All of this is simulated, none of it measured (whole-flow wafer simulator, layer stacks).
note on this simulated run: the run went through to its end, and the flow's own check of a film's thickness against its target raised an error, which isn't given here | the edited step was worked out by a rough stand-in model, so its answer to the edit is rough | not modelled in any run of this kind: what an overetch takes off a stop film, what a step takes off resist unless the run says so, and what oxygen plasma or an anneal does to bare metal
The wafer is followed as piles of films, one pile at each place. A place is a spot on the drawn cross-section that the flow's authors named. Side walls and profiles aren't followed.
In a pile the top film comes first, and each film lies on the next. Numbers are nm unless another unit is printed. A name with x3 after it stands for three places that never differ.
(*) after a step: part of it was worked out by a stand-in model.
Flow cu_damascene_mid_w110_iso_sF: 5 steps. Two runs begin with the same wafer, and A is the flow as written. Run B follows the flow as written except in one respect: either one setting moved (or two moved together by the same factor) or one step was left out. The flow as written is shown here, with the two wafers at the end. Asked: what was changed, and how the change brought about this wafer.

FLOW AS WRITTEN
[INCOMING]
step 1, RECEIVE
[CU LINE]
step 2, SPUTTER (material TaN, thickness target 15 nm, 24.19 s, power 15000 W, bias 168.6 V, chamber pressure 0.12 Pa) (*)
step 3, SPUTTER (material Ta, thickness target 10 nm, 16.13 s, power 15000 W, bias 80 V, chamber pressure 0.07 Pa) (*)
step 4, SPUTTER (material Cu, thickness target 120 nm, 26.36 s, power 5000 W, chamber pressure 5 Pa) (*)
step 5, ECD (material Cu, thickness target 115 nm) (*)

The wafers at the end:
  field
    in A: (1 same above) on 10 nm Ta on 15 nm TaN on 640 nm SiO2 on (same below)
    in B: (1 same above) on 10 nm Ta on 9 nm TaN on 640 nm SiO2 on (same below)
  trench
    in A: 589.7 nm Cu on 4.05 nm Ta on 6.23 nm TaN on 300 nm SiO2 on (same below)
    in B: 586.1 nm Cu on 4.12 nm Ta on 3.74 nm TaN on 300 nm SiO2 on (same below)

Cause: step 2, SPUTTER: thickness target 9 nm was run, though the flow has thickness target 15 nm; step 2, SPUTTER: 14.51 s was run, where the flow has 24.19 s.
One can read it off the wafer: field has TaN 9, and step 2 as written asks for 15 nm.

The path from the change to this, step by step:
  step 2, SPUTTER (material TaN, thickness target 15 nm, 24.19 s, power 15000 W, bias 168.6 V, chamber pressure 0.12 Pa) (*)
      field: A +15 TaN (new film) | B +9 TaN (new film)
      trench: A +6.23 TaN (new film) | B +3.74 TaN (new film)
